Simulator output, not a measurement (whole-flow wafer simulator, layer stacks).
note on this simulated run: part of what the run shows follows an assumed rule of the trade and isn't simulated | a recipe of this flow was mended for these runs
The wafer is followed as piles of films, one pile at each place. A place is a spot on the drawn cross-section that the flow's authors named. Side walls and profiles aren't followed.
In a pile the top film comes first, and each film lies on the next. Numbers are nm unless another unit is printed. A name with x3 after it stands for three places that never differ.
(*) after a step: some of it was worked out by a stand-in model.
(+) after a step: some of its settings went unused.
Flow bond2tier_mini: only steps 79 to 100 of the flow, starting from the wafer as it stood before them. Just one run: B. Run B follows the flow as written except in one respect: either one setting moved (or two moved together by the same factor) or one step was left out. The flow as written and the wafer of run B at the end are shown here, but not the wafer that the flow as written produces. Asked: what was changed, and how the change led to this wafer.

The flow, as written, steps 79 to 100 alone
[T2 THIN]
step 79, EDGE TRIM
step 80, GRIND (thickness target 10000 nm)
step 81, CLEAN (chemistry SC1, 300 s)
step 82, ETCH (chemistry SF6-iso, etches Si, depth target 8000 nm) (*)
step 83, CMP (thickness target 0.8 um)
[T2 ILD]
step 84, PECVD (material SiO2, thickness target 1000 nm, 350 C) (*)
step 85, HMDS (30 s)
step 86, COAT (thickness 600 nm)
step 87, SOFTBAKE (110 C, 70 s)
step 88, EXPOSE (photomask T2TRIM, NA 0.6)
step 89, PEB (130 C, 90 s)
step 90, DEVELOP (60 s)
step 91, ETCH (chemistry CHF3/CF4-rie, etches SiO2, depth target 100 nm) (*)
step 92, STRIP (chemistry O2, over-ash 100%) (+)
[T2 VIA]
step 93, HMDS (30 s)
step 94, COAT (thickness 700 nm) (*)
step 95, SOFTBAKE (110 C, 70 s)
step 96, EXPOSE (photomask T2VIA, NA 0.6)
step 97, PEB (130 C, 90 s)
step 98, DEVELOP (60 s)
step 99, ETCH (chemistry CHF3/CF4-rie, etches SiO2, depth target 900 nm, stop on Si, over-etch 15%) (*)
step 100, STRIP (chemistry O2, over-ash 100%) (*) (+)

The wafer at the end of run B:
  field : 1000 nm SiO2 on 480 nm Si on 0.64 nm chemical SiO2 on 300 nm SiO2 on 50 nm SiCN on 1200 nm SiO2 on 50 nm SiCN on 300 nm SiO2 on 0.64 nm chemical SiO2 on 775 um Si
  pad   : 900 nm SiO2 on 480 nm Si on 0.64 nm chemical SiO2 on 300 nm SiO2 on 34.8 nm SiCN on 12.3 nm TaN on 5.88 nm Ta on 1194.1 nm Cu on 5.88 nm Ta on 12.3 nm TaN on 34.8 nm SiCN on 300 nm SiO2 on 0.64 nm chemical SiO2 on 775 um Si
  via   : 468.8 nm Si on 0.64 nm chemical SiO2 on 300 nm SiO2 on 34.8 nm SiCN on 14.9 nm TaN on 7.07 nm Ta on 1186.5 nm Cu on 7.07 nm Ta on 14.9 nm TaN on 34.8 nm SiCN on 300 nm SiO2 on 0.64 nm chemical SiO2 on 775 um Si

What caused this: step 83, CMP: thickness target 0.48 um was run, while the flow as written has thickness target 0.8 um.

How this came from the change, step by step:
  step 83, CMP (thickness target 0.8 um)
      field, pad, via: -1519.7 Si (as written it would have been: -1199.7 Si)
